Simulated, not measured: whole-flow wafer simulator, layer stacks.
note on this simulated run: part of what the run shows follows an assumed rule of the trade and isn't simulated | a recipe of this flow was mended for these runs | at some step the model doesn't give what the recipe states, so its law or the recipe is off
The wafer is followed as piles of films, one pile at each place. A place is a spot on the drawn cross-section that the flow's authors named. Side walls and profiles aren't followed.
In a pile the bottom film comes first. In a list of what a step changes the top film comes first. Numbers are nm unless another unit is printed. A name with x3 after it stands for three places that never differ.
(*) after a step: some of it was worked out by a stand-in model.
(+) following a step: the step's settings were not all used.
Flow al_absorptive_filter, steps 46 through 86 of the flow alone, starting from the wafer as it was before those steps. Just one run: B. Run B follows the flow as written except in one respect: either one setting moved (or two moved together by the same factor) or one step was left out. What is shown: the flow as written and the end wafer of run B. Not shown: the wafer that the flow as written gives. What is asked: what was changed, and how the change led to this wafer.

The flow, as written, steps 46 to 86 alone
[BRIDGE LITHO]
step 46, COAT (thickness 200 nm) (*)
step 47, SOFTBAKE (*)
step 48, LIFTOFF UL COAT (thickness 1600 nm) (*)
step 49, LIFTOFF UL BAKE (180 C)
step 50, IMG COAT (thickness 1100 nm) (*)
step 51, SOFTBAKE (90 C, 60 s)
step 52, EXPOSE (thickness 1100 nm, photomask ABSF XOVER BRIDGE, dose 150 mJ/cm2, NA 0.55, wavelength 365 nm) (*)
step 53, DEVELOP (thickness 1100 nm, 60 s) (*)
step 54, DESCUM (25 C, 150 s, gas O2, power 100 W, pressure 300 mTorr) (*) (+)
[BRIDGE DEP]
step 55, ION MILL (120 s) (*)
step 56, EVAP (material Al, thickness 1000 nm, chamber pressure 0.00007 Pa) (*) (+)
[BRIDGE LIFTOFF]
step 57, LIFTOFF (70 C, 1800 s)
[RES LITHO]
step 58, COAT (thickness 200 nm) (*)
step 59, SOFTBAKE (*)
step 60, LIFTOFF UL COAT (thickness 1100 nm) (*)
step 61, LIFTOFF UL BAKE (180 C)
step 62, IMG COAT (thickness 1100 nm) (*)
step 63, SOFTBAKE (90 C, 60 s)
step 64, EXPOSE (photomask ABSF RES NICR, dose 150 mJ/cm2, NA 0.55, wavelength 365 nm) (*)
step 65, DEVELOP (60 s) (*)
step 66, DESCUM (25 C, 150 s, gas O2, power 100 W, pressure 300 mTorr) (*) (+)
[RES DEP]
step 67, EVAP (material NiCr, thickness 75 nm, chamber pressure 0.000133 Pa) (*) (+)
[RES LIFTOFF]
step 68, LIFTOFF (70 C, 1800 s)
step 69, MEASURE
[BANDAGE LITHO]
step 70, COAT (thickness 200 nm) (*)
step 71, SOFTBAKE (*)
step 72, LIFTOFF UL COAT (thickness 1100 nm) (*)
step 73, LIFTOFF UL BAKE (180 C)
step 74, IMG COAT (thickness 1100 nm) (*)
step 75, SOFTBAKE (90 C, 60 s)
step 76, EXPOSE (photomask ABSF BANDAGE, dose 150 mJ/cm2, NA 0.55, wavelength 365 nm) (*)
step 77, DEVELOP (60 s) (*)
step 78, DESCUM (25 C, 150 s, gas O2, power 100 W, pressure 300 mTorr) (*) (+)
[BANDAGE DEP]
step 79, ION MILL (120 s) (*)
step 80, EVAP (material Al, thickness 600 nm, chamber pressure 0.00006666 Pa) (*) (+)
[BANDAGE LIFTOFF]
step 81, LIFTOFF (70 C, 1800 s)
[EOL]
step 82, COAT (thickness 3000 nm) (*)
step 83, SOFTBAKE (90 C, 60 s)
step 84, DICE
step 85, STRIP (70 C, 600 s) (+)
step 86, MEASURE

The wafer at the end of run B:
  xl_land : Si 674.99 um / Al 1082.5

What caused this: step 54, DESCUM: 114 s was run, though the flow has 150 s.

How this came from the change, step by step:
  step 54, DESCUM (25 C, 150 s, gas O2, power 100 W, pressure 300 mTorr) (*) (+)
      xl_land: acrylic-e-beam-resist loses 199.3 (it would be, as written: acrylic-e-beam-resist loses 218.5 (all of it))
      gnd, pad_far, pad_near and 7 more: i-line-resist loses 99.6 (it would be, as written: i-line-resist loses 131.1)
  step 55, ION MILL (120 s) (*)
      xl_land: acrylic-e-beam-resist loses 19.2 (all of it), Al loses 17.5 (it would be, as written: Al loses 40.2)
  step 57, LIFTOFF (70 C, 1800 s)
      gnd, xa_field, idc_field: Al loses 1000 (all of it), i-line-resist loses 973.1 (all of it), lift-off-underlayer loses 1600 (all of it), acrylic-e-beam-resist loses 200 (all of it) (it would be, as written: Al loses 1000 (all of it), i-line-resist loses 941.6 (all of it), lift-off-underlayer loses 1600 (all of it), acrylic-e-beam-resist loses 200 (all of it))
      pad_far: Al loses 1000 (all of it), i-line-resist loses 972 (all of it), lift-off-underlayer loses 1591.1 (all of it), acrylic-e-beam-resist loses 198.5 (all of it) (it would be, as written: Al loses 1000 (all of it), i-line-resist loses 940.5 (all of it), lift-off-underlayer loses 1591.1 (all of it), acrylic-e-beam-resist loses 198.5 (all of it))
      (as well as at 6 more places)
  step 83, SOFTBAKE (90 C, 60 s)
      xl_gap: i-line-resist loses 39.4 (it would be, as written: i-line-resist loses 40.9)
      xl_turn: i-line-resist loses 50.1 (it would be, as written: i-line-resist loses 52)
